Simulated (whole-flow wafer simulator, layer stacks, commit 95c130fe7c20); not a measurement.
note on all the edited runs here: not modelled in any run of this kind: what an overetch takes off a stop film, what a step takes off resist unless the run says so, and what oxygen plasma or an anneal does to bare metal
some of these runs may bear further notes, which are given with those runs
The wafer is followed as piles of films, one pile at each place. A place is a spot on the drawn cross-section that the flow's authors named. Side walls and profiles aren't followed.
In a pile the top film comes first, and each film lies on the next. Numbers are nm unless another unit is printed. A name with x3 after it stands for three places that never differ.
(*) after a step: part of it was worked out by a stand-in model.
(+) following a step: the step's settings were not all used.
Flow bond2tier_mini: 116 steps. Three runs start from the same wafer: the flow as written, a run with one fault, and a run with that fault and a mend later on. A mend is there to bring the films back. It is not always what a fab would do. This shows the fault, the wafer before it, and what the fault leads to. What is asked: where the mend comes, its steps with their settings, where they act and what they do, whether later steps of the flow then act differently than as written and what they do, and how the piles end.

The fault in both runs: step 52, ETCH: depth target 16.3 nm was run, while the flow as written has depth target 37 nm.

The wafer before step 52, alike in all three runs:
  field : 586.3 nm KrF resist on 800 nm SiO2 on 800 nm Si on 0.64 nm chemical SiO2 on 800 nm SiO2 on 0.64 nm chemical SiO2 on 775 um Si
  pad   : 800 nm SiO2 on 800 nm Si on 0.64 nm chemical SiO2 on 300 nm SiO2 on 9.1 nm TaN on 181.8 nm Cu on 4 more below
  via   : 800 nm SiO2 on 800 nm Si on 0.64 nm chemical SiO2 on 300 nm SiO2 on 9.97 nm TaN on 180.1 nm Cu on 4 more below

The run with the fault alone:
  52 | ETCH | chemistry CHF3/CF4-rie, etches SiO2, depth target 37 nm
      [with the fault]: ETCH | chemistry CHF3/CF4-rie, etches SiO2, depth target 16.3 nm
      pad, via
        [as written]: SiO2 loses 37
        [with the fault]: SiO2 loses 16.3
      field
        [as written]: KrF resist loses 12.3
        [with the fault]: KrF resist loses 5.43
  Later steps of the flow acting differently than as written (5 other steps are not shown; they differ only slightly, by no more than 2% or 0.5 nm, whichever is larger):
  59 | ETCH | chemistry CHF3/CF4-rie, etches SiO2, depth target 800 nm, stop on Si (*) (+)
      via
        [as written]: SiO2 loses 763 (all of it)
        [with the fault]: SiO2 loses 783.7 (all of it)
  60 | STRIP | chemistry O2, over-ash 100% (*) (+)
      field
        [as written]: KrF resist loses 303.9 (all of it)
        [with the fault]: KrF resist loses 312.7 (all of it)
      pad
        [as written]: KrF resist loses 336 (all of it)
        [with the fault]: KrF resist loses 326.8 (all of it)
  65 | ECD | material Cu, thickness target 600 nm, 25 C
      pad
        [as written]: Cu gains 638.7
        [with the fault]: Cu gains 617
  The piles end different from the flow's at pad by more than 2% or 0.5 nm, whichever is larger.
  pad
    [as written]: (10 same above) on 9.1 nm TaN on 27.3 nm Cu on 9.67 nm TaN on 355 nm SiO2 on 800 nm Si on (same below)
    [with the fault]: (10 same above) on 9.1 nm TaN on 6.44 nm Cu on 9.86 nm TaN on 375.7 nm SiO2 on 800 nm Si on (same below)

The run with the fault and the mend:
  The mend stands after step 53.
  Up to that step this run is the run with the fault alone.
  53a | COAT | KrF resist, thickness 600 nm (*) (the flow's step 47, run once more)
      field
        KrF resist gains 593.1 (new film)
      pad
        KrF resist gains 607.2 (new film)
      via
        KrF resist gains 606.3 (new film)
  53b | SOFTBAKE | KrF resist (the flow's step 48, run once more)
      does not change any film at any place that is followed
  53c | EXPOSE | photomask T2TRIM, NA 0.6 (the flow's step 49, run once more)
      does not change any film at any place that is followed
  53d | PEB | KrF resist (the flow's step 50, run once more)
      does not change any film at any place that is followed
  53e | DEVELOP | developer TMAH-0.26N, 60 s (the flow's step 51, run once more)
      field
        KrF resist loses 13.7
      pad
        KrF resist loses 607.2 (all of it)
      via
        KrF resist loses 606.3 (all of it)
  53f | ETCH | chemistry CHF3/CF4-rie, etches SiO2, depth target 20.7 nm (the flow's step 52, run once more with other settings)
      pad, via
        SiO2 loses 20.7
      field
        KrF resist loses 6.9
  53g | STRIP | chemistry O2, over-ash 100% (+) (the flow's step 53, run once more)
      field
        KrF resist loses 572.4 (all of it)
  Every later step of the flow that is run acts as written at every place that is followed.
  By the end, the piles equal the flow's at every place that both follow.
